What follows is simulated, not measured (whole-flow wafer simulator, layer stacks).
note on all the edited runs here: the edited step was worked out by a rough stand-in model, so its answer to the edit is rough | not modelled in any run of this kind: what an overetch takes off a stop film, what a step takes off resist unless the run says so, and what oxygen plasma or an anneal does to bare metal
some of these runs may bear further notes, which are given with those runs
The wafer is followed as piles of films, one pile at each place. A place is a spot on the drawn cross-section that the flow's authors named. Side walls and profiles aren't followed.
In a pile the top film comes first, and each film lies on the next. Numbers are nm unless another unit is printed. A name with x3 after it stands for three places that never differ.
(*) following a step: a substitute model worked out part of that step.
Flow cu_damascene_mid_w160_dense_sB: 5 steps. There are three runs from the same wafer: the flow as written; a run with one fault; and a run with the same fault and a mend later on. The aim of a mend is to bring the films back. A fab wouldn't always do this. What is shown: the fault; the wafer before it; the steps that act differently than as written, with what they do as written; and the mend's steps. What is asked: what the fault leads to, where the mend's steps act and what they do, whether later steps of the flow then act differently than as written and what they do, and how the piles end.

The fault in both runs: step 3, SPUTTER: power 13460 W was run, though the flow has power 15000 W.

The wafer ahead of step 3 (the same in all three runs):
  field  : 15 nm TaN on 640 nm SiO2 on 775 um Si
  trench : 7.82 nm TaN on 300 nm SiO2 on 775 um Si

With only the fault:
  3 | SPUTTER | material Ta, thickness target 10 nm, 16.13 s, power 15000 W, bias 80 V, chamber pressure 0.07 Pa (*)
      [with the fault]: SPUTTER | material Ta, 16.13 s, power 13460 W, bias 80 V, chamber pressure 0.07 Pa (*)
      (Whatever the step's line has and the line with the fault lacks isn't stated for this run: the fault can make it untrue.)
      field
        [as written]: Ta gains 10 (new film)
        [with the fault]: Ta gains 8.97 (new film)
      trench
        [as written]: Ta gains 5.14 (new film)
        [with the fault]: Ta gains 4.54 (new film)
  Every later step of the flow that is run acts as written, at every place that is followed, to within 2% or 0.5 nm, whichever is larger.
  The piles end different from the flow's at field, trench by more than 2% or 0.5 nm, whichever is larger.
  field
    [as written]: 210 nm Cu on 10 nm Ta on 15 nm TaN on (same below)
    [with the fault]: 210 nm Cu on 8.97 nm Ta on 15 nm TaN on (same below)
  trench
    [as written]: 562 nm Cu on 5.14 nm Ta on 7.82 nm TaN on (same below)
    [with the fault]: 561.6 nm Cu on 4.54 nm Ta on 7.82 nm TaN on (same below)

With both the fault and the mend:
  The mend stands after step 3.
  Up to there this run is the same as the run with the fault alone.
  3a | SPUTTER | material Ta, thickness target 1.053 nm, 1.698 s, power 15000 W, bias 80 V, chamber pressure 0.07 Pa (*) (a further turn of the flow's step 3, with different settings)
      field
        Ta gains 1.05
      trench
        Ta gains 0.53
  Every later step of the flow that is run acts as written, at every place that is followed, to within 2% or 0.5 nm, whichever is larger.
  At the end the piles are close to the flow's at the places that both follow, differing by at most 2% or 0.5 nm, whichever is larger.
